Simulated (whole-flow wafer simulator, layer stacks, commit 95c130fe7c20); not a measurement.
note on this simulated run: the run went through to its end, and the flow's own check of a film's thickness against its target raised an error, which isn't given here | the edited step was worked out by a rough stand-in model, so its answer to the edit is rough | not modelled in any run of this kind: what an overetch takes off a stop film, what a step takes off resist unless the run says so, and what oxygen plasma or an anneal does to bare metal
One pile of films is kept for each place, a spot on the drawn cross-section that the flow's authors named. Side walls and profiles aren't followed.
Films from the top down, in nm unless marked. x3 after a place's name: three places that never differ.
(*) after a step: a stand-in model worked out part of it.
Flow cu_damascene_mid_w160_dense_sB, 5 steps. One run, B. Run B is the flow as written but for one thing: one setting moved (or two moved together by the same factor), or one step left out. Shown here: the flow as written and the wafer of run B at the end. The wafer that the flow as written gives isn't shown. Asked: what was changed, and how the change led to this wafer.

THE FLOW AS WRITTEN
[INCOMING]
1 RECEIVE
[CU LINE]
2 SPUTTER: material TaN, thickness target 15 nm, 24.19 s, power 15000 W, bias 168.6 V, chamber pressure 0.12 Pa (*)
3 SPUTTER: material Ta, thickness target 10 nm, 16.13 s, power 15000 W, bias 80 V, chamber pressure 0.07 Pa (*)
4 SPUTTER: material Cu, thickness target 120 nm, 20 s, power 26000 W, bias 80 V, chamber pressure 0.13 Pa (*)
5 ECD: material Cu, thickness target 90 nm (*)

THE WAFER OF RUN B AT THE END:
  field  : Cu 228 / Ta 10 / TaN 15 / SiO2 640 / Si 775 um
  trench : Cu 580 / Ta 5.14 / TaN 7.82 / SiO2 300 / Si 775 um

The cause: step 5, ECD: thickness target 108 nm was run, where the flow has thickness target 90 nm.

How the change led to this, step by step:
  5 ECD: material Cu, thickness target 90 nm (*)
      field: Cu +108 (as written it would be: Cu +90)
      trench: Cu +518 (as written it would be: Cu +500)
